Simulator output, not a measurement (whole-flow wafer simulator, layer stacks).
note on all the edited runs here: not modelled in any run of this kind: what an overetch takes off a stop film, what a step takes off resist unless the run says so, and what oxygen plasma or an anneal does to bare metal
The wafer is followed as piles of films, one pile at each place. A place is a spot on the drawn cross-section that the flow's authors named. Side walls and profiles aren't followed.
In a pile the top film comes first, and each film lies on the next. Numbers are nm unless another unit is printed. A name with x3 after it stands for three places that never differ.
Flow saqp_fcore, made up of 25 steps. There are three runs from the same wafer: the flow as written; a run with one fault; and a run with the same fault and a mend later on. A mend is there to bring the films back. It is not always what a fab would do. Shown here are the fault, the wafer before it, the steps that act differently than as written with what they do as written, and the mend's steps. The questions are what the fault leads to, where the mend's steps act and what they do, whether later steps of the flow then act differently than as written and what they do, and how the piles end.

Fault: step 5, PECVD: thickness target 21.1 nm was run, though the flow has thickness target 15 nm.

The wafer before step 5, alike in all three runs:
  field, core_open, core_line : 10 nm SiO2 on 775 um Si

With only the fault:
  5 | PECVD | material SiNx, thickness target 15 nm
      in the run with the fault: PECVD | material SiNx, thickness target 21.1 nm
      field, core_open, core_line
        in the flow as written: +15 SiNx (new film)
        in the run with the fault: +21.1 SiNx (new film)
  None of the later steps of the flow acts differently than as written at any place that is followed.
  The piles end different from the flow's at field, core_open, core_line by more than 2% or 0.5 nm, whichever is larger.
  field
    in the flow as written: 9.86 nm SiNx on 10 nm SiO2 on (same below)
    in the run with the fault: 16 nm SiNx on 10 nm SiO2 on (same below)
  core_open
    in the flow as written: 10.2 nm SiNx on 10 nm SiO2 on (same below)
    in the run with the fault: 16.3 nm SiNx on 10 nm SiO2 on (same below)
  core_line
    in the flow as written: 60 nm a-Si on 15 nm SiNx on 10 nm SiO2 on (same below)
    in the run with the fault: 60 nm a-Si on 21.1 nm SiNx on 10 nm SiO2 on (same below)

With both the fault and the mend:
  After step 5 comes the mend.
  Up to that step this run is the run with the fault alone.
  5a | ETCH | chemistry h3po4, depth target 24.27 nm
      field, core_open, core_line
        -21.1 SiNx (all of it)
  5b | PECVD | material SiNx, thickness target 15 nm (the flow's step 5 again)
      field, core_open, core_line
        +15 SiNx (new film)
  None of the later steps of the flow acts differently than as written at any place that is followed.
  At every place that both follow, the piles at the end match the flow's.
